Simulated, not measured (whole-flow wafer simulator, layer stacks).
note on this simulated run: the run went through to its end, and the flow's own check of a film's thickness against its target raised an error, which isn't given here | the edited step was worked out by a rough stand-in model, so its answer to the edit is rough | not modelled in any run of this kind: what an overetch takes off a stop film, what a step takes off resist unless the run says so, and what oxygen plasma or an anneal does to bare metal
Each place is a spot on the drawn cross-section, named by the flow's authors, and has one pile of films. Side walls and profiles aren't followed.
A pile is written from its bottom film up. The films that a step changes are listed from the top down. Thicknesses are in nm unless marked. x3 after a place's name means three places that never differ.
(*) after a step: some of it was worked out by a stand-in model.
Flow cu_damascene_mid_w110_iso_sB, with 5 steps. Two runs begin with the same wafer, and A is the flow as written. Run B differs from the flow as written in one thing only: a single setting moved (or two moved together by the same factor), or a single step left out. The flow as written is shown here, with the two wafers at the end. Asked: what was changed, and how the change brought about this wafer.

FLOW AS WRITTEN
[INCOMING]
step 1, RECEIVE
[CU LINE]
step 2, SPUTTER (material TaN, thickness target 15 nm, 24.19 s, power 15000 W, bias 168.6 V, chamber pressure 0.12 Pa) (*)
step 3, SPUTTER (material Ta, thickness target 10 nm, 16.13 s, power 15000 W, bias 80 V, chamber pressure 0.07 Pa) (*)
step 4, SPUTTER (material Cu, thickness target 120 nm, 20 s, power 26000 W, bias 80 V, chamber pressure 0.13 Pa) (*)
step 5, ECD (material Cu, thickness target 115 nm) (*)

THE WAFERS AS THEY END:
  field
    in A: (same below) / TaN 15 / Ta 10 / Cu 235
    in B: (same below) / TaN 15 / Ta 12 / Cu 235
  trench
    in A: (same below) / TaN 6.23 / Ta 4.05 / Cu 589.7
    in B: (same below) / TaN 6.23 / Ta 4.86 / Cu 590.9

Cause: step 3, SPUTTER: 19.36 s was run, though the flow has 16.13 s.

Step by step, how the change led to this:
  step 3, SPUTTER (material Ta, thickness target 10 nm, 16.13 s, power 15000 W, bias 80 V, chamber pressure 0.07 Pa) (*)
      field: A Ta gains 10 (new film) | B Ta gains 12 (new film)
      trench: A Ta gains 4.05 (new film) | B Ta gains 4.86 (new film)
